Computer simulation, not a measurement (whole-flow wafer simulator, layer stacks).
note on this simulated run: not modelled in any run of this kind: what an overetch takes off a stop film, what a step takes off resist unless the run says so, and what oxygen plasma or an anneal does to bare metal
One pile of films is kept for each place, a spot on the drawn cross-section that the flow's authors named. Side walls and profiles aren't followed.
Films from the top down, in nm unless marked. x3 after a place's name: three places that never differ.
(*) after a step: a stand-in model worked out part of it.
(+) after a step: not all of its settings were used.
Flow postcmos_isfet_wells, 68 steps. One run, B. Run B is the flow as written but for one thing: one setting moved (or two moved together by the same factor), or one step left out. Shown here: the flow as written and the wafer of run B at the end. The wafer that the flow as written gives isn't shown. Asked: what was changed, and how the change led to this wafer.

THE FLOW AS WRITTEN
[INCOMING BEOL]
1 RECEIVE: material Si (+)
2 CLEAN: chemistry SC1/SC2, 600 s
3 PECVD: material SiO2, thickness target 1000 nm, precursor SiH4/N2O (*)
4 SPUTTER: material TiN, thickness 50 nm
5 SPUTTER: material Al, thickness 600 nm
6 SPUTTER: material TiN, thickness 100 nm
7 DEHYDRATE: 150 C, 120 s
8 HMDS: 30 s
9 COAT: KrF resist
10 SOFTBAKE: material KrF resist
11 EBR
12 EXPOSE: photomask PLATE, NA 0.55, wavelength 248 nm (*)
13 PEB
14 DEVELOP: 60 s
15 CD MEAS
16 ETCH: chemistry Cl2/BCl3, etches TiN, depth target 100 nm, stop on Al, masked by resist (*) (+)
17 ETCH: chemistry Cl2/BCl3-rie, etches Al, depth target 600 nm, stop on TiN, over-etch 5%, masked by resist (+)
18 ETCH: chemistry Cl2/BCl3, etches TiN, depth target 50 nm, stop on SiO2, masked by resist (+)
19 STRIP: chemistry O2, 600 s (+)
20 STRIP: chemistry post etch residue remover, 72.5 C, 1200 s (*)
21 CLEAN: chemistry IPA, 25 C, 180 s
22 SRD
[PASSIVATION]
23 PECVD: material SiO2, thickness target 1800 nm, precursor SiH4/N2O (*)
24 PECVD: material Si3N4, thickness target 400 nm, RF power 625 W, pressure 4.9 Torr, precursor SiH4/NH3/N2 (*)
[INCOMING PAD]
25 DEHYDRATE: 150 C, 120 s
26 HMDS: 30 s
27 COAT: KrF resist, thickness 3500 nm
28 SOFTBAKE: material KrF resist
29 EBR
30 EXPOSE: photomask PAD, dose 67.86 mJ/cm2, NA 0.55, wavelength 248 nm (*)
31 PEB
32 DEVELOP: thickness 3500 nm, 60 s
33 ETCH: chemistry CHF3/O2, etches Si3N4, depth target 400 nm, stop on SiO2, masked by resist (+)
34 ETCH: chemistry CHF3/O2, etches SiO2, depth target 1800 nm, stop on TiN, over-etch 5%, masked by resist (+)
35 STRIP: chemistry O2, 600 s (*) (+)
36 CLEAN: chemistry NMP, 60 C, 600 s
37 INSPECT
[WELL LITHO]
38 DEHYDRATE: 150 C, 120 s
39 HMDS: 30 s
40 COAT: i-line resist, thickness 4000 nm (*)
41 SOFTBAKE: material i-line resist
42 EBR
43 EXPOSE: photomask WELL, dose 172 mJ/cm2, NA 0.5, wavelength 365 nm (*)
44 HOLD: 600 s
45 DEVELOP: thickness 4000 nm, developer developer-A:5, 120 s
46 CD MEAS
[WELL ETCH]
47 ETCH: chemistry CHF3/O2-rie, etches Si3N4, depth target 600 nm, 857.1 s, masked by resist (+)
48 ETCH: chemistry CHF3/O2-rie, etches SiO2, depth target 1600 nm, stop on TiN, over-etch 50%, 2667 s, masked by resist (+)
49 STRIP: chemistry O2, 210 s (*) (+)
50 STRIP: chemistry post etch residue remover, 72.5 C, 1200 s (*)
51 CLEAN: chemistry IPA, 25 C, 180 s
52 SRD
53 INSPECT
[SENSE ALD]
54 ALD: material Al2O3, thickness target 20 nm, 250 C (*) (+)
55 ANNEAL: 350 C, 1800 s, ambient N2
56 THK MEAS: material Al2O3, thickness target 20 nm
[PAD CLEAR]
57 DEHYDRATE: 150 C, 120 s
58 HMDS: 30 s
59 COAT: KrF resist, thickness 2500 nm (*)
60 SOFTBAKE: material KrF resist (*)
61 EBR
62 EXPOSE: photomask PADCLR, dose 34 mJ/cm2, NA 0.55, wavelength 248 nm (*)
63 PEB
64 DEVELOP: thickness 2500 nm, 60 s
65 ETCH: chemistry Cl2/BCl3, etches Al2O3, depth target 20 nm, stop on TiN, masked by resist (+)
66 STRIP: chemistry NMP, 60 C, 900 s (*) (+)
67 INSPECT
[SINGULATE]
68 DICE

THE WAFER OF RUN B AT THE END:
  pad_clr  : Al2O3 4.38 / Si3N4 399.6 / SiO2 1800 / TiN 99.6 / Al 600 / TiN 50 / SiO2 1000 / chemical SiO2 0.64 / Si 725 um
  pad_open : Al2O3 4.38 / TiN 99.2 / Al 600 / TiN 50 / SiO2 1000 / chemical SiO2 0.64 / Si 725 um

The cause: step 65, ETCH: depth target 15.62 nm was run, where the flow has depth target 20 nm.

How the change led to this, step by step:
  65 ETCH: chemistry Cl2/BCl3, etches Al2O3, depth target 20 nm, stop on TiN, masked by resist (+)
      pad_clr, pad_open: Al2O3 -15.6 (as written it would be: Al2O3 -20 (all of it))
      field, margin, pad_rim: KrF resist -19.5 (as written it would be: KrF resist -25)
